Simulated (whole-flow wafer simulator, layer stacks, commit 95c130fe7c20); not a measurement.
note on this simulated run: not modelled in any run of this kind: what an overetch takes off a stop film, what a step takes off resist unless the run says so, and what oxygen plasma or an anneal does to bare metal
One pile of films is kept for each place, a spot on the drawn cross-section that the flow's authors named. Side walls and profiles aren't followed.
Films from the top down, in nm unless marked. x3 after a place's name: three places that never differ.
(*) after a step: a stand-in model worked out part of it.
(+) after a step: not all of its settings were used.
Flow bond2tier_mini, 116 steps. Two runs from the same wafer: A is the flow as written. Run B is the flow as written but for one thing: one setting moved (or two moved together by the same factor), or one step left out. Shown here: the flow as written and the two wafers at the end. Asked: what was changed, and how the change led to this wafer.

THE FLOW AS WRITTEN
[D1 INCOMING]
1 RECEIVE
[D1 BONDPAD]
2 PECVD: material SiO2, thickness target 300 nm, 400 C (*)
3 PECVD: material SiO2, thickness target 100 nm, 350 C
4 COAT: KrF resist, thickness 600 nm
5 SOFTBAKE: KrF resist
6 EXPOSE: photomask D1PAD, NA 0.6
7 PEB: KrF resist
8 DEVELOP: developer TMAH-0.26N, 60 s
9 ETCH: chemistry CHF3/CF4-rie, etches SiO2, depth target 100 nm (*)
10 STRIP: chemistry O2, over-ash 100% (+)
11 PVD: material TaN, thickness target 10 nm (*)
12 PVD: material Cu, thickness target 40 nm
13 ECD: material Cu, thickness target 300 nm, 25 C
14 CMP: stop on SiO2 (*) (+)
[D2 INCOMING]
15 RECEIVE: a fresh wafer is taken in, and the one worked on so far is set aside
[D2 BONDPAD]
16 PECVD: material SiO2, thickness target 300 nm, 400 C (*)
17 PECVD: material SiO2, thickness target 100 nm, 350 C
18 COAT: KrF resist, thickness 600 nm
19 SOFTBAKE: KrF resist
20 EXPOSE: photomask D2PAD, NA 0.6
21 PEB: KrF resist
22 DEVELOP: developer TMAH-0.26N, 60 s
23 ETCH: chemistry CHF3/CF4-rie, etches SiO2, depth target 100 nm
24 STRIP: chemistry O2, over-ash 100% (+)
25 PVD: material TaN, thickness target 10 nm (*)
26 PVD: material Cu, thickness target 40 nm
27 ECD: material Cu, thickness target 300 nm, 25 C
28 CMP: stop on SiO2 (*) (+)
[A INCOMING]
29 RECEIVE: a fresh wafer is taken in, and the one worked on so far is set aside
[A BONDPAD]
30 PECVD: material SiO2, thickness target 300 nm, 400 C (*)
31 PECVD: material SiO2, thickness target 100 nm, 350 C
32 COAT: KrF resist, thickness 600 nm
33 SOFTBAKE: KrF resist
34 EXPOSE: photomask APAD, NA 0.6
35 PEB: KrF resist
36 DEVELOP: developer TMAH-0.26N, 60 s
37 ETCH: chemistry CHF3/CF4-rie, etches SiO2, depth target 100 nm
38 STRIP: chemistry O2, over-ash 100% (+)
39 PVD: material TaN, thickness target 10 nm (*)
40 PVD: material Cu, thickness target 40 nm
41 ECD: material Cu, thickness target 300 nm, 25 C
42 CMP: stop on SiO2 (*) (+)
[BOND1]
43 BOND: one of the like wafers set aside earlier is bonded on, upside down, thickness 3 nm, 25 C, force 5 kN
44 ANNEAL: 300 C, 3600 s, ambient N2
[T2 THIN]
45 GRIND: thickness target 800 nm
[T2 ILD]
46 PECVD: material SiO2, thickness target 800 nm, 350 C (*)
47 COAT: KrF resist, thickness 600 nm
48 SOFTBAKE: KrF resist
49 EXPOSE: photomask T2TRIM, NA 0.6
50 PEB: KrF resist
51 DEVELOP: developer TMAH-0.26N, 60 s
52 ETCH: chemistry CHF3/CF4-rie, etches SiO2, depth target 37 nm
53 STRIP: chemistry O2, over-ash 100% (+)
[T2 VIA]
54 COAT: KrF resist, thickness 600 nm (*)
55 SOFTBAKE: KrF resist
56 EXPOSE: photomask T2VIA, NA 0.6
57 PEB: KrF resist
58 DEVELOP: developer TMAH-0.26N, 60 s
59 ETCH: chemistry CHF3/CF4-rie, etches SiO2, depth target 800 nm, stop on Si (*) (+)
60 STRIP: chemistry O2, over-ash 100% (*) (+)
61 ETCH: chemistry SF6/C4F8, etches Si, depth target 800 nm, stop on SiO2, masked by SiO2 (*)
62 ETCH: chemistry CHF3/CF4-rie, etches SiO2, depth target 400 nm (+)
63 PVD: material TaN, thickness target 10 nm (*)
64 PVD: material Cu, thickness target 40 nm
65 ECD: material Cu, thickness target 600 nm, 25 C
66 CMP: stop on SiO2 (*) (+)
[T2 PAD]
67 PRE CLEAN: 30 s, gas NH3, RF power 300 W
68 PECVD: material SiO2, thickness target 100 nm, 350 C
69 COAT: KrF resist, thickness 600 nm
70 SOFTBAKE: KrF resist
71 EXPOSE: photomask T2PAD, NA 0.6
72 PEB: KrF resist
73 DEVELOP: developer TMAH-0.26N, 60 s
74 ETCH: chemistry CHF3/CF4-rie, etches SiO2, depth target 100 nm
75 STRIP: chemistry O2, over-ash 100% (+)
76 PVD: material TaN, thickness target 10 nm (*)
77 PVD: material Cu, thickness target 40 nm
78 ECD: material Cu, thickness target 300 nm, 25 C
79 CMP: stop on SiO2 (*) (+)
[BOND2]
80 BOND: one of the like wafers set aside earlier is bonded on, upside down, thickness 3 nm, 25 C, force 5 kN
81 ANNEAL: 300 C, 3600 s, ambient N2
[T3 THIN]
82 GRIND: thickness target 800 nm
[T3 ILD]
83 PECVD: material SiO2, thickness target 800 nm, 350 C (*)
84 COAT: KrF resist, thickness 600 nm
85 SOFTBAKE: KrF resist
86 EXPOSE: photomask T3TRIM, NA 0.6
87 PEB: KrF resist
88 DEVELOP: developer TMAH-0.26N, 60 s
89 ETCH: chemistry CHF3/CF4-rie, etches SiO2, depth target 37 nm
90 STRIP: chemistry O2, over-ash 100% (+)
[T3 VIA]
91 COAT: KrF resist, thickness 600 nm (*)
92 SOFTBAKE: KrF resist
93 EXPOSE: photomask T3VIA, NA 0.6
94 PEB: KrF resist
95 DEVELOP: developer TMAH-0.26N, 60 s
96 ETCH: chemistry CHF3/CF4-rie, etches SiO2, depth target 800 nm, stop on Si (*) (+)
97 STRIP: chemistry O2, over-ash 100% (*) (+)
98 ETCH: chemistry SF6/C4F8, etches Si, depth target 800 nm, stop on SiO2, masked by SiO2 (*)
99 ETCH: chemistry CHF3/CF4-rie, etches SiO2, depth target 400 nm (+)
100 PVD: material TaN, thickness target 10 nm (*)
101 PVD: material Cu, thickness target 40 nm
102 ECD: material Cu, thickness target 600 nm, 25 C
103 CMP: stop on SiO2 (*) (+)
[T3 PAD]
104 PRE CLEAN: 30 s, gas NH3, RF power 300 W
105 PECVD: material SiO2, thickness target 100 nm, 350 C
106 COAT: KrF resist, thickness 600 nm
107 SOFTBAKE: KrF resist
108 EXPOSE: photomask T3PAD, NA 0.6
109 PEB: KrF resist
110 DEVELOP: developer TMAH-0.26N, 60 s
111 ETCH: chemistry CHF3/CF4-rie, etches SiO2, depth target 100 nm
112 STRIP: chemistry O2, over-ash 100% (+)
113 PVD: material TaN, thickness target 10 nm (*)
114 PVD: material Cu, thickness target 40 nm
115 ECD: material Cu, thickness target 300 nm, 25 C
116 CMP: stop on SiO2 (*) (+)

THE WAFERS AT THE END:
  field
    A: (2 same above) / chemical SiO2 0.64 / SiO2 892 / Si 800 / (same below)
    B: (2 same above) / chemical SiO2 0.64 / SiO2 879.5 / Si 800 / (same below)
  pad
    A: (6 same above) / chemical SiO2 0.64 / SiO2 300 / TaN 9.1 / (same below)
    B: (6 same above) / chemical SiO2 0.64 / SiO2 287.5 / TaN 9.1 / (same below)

The cause: step 17, PECVD: thickness target 87.5 nm was run, where the flow has thickness target 100 nm.

How the change led to this, step by step:
  17 PECVD: material SiO2, thickness target 100 nm, 350 C
      field, pad, via: A SiO2 +100 | B SiO2 +87.5
  80 BOND: one of the like wafers set aside earlier is bonded on, upside down, thickness 3 nm, 25 C, force 5 kN
      field: A Si +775 um (new film), chemical SiO2 +0.64 (new film), SiO2 +400 | B Si +775 um (new film), chemical SiO2 +0.64 (new film), SiO2 +387.5
      pad: A Si +775 um (new film), chemical SiO2 +0.64 (new film), SiO2 +300 (new film), TaN +9.1 (new film), Cu +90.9 | B Si +775 um (new film), chemical SiO2 +0.64 (new film), SiO2 +287.5 (new film), TaN +9.1 (new film), Cu +90.9
